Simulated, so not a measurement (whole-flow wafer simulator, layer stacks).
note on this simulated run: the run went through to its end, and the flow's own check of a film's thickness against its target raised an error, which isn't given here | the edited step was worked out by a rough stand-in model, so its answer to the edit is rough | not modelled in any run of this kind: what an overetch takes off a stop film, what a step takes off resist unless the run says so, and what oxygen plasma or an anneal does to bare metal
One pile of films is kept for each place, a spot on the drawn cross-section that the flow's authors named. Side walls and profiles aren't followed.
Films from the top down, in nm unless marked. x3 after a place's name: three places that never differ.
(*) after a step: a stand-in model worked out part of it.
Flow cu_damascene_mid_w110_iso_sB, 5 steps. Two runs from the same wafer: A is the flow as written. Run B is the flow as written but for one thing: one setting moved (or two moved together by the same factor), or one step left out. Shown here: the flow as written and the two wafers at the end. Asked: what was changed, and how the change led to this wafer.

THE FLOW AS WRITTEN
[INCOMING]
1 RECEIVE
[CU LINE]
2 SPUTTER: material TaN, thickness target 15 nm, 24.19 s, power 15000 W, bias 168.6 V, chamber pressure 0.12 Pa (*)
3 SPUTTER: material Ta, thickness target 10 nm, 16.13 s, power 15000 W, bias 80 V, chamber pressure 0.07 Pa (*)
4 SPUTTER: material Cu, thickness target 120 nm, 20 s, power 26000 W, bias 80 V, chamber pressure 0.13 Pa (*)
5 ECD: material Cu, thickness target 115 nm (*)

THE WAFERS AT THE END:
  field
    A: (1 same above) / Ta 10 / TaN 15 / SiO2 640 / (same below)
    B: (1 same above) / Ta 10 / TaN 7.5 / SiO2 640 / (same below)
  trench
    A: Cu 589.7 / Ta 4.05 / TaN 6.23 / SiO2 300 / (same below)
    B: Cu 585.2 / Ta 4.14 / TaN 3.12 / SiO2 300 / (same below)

The cause: step 2, SPUTTER: thickness target 7.5 nm was run, where the flow has thickness target 15 nm.
It can be read off the wafer: field has TaN 7.5, and step 2 as written asks for 15 nm.

How the change led to this, step by step:
  2 SPUTTER: material TaN, thickness target 15 nm, 24.19 s, power 15000 W, bias 168.6 V, chamber pressure 0.12 Pa (*)
      field: A TaN +15 (new film) | B TaN +7.5 (new film)
      trench: A TaN +6.23 (new film) | B TaN +3.12 (new film)
  4 SPUTTER: material Cu, thickness target 120 nm, 20 s, power 26000 W, bias 80 V, chamber pressure 0.13 Pa (*)
      trench: A Cu +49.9 (new film) | B Cu +51.2 (new film)
